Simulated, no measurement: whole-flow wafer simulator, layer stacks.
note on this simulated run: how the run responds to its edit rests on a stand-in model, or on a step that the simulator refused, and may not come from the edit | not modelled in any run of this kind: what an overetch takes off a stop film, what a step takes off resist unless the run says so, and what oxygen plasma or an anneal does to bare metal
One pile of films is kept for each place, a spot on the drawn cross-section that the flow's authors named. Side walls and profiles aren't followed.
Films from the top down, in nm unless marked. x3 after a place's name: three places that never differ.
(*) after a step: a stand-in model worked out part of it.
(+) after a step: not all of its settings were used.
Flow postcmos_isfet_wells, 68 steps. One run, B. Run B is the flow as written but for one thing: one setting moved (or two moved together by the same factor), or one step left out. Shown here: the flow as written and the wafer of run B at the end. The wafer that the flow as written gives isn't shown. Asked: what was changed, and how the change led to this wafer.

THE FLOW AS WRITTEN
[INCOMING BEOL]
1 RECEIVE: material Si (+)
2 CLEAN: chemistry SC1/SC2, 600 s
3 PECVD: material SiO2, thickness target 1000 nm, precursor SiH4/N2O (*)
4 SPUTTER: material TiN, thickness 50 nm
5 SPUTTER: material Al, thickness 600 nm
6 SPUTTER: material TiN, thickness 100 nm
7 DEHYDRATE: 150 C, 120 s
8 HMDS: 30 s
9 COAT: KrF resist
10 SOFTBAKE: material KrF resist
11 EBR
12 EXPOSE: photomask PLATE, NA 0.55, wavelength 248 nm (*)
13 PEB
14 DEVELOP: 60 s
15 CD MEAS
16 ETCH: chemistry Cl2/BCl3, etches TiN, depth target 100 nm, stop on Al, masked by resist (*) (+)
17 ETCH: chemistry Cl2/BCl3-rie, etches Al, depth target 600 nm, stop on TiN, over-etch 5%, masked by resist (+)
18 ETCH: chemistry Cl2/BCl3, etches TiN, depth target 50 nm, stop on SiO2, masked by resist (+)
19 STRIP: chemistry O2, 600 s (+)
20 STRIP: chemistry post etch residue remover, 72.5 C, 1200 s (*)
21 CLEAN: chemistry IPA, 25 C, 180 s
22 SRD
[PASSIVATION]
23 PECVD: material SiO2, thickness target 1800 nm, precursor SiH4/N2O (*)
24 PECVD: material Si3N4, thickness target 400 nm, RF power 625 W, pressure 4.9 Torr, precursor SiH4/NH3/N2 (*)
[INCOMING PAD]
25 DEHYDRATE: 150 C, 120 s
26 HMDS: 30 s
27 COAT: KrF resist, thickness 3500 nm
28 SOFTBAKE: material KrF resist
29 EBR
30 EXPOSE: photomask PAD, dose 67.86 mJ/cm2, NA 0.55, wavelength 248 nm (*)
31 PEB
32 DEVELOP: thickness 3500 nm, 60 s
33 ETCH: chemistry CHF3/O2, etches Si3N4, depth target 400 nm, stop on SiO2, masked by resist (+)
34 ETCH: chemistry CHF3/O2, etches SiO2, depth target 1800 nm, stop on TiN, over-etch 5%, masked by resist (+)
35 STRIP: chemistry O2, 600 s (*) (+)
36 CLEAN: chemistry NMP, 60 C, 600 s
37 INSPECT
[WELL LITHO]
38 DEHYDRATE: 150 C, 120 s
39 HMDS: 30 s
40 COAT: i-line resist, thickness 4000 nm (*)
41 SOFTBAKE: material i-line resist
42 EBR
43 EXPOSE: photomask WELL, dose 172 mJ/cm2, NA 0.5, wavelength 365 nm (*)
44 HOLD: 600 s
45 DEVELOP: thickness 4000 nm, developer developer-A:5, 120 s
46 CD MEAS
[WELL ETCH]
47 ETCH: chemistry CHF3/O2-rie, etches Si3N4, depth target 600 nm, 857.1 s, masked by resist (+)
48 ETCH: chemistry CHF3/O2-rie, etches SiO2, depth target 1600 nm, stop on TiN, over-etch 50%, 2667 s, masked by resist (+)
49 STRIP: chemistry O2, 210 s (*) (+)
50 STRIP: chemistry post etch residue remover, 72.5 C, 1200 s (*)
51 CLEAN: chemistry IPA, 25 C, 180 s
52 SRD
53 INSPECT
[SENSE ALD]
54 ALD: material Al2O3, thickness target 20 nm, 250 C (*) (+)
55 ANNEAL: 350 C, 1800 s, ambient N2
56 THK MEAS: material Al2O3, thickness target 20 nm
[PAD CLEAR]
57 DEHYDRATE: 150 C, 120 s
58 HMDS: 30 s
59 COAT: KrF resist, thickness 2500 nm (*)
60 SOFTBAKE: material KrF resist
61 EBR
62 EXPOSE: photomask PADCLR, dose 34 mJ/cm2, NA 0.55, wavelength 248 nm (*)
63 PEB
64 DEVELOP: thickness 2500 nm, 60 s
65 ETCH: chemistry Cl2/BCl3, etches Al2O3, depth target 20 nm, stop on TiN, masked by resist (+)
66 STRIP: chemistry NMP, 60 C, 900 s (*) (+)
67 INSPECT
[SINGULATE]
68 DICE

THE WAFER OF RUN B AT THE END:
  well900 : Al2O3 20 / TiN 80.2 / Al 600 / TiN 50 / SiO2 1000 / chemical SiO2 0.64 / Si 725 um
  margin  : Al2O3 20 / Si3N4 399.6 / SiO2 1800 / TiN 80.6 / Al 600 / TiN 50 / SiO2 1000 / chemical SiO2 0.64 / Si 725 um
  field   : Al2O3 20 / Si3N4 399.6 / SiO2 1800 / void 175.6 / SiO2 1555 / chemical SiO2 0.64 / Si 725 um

The cause: step 6, SPUTTER: thickness 81 nm was run, where the flow has thickness 100 nm.

How the change led to this, step by step:
  6 SPUTTER: material TiN, thickness 100 nm
      field, margin, well900, well1300 x3, pad_rim, pad_clr, pad_open: TiN +81 (new film) (as written it would be: TiN +100 (new film))
  16 ETCH: chemistry Cl2/BCl3, etches TiN, depth target 100 nm, stop on Al, masked by resist (*) (+)
      field: TiN -81 (all of it) (as written it would be: TiN -100 (all of it))
  23 PECVD: material SiO2, thickness target 1800 nm, precursor SiH4/N2O (*)
      field: SiO2 +1800 (new film), void +175.6 (new film), SiO2 +555 (as written it would be: SiO2 +1800 (new film), void +189.9 (new film), SiO2 +559.7)
